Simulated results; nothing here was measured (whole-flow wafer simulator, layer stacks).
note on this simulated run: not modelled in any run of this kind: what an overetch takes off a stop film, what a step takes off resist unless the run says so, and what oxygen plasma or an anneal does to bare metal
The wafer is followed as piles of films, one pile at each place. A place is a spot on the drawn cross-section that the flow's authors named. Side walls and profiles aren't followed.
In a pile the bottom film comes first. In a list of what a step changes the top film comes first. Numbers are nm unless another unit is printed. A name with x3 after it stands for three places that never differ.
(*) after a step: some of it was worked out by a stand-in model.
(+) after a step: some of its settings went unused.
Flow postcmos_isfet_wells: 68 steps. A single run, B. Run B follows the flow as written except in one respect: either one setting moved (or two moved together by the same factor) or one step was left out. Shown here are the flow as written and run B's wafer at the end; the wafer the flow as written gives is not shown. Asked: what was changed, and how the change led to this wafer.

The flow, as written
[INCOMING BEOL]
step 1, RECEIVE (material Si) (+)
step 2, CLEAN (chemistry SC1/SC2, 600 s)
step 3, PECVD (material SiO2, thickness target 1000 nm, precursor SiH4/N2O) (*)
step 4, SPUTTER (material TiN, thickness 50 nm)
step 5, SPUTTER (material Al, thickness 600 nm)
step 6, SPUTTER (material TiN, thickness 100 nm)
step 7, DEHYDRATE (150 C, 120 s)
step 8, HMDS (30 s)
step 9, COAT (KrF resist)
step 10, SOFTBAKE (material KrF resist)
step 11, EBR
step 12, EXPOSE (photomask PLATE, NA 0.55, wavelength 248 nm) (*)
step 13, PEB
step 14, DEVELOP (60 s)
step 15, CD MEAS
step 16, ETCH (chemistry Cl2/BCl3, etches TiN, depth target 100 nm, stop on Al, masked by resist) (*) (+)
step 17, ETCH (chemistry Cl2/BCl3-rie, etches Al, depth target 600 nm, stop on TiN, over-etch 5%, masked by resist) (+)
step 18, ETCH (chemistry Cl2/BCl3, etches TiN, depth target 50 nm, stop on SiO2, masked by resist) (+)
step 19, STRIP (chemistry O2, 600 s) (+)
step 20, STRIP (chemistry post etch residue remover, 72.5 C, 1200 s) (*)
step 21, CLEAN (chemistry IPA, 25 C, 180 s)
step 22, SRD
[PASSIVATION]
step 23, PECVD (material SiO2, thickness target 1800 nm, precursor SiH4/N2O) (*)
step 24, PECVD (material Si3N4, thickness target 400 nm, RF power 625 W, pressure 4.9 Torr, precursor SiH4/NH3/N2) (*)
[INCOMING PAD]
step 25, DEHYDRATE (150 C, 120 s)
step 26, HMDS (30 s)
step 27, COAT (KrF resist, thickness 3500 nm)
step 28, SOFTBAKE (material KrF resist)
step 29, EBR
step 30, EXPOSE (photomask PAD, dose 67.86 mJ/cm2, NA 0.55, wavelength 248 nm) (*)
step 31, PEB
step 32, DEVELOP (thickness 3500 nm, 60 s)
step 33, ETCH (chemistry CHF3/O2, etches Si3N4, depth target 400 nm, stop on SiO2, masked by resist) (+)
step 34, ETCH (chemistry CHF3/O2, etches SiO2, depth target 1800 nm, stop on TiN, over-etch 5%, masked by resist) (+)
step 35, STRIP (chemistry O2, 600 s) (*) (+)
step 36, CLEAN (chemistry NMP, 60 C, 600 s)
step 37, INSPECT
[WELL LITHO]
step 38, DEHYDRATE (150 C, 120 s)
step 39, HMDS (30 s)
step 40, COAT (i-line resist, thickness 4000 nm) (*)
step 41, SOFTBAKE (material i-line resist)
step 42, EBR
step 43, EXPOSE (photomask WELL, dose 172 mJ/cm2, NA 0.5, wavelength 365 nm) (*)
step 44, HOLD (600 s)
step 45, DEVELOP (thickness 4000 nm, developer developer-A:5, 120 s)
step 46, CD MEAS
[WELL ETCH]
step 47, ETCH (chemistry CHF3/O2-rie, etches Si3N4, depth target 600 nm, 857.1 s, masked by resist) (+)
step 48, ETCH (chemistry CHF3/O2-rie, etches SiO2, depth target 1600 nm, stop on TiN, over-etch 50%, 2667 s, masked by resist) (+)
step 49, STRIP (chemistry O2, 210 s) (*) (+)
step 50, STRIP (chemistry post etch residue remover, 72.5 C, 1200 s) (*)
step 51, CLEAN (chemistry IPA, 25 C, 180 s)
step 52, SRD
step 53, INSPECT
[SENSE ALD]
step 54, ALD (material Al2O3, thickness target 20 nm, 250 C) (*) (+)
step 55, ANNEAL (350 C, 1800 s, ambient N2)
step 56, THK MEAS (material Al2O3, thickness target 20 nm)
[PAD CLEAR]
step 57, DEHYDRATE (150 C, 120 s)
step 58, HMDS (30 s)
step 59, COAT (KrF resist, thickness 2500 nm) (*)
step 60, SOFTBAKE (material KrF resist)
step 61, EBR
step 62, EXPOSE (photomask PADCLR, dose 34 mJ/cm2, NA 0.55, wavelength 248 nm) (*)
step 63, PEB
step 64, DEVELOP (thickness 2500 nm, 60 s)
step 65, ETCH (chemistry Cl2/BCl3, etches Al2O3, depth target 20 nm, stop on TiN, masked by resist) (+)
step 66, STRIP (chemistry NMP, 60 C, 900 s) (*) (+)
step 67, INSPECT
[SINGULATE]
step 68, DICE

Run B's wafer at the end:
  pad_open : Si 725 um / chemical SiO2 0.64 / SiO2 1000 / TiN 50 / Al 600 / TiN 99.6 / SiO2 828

What caused this: step 34, ETCH: depth target 972 nm was run, though the flow has depth target 1800 nm.

The path from the change to this, step by step:
  step 34, ETCH (chemistry CHF3/O2, etches SiO2, depth target 1800 nm, stop on TiN, over-etch 5%, masked by resist) (+)
      pad_open: -972 SiO2 (it would be, as written: -1800 SiO2 (all of it))
      field, margin, well900, well1300 x3, pad_rim, pad_clr: -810 KrF resist (it would be, as written: -1500 KrF resist)
  step 35, STRIP (chemistry O2, 600 s) (*) (+)
      field, margin, well900, well1300 x3, pad_rim, pad_clr: -2303.3 KrF resist (all of it) (it would be, as written: -1613.3 KrF resist (all of it))
  step 40, COAT (i-line resist, thickness 4000 nm) (*)
      pad_clr: +3521.6 i-line resist (new film) (it would be, as written: +3256.8 i-line resist (new film))
      pad_open: +4505.8 i-line resist (new film) (it would be, as written: +4804.7 i-line resist (new film))
  step 41, SOFTBAKE (material i-line resist)
      pad_clr: -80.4 i-line resist (it would be, as written: -156.7 i-line resist)
      pad_open: +75.9 i-line resist (it would be, as written: +115.3 i-line resist)
  step 49, STRIP (chemistry O2, 210 s) (*) (+)
      pad_clr: -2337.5 i-line resist (all of it) (it would be, as written: -1996.5 i-line resist (all of it))
      pad_open: -3478.1 i-line resist (all of it) (it would be, as written: -3816.3 i-line resist (all of it))
  step 59, COAT (KrF resist, thickness 2500 nm) (*)
      pad_rim: +2168.6 KrF resist (new film) (it would be, as written: +1976.4 KrF resist (new film))
      pad_clr: +1978 KrF resist (new film) (it would be, as written: +1691.6 KrF resist (new film))
      (as well as at 1 more place)
  step 60, SOFTBAKE (material KrF resist)
      pad_clr: -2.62 KrF resist (it would be, as written: -3.77 KrF resist)
  step 63, PEB
      pad_rim: -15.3 KrF resist (it would be, as written: -13.9 KrF resist)
      pad_clr: -13.9 KrF resist (it would be, as written: -11.8 KrF resist)
      (as well as at 1 more place)
  step 64, DEVELOP (thickness 2500 nm, 60 s)
      pad_clr: -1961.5 KrF resist (all of it) (it would be, as written: -1676 KrF resist (all of it))
      pad_open: -2834.8 KrF resist (all of it) (it would be, as written: -3045.1 KrF resist (all of it))
  step 66, STRIP (chemistry NMP, 60 C, 900 s) (*) (+)
      pad_rim: -2114.2 KrF resist (all of it) (it would be, as written: -1923.7 KrF resist (all of it))
